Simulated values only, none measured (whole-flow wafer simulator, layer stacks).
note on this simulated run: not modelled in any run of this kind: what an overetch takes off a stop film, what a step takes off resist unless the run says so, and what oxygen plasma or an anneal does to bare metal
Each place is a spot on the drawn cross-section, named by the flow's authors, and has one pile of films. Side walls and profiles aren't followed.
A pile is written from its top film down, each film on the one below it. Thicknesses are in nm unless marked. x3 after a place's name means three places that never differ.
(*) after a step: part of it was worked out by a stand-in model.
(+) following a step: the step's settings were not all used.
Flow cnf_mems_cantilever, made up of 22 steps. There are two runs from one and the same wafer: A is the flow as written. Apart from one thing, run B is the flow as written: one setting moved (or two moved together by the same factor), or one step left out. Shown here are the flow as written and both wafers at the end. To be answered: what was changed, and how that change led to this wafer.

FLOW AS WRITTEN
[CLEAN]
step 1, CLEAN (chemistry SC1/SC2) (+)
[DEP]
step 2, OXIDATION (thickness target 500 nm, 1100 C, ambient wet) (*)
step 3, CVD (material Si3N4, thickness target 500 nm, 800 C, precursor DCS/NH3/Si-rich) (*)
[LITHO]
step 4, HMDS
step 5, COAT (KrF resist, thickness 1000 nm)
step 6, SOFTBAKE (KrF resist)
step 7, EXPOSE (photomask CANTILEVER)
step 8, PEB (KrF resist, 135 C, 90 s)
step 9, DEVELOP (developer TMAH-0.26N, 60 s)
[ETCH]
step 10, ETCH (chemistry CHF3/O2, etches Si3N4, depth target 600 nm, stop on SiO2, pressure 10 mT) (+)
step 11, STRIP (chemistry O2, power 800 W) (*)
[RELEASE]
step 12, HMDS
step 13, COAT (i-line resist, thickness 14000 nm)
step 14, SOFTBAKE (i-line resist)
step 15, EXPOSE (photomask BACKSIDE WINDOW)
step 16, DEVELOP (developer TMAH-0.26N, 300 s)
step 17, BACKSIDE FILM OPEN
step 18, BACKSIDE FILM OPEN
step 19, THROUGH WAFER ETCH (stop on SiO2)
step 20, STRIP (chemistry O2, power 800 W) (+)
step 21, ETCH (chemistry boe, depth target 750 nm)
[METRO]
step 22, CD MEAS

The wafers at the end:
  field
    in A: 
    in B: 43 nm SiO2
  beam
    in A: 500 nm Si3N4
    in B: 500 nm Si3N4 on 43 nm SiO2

What caused this: step 21, ETCH: depth target 457 nm was run, though the flow has depth target 750 nm.

How this came from the change, step by step:
  step 21, ETCH (chemistry boe, depth target 750 nm)
      field: A -500 SiO2 (all of it) | B -457 SiO2
      beam: A under 1 film: -500 SiO2 (all of it) | B under 1 film: -457 SiO2
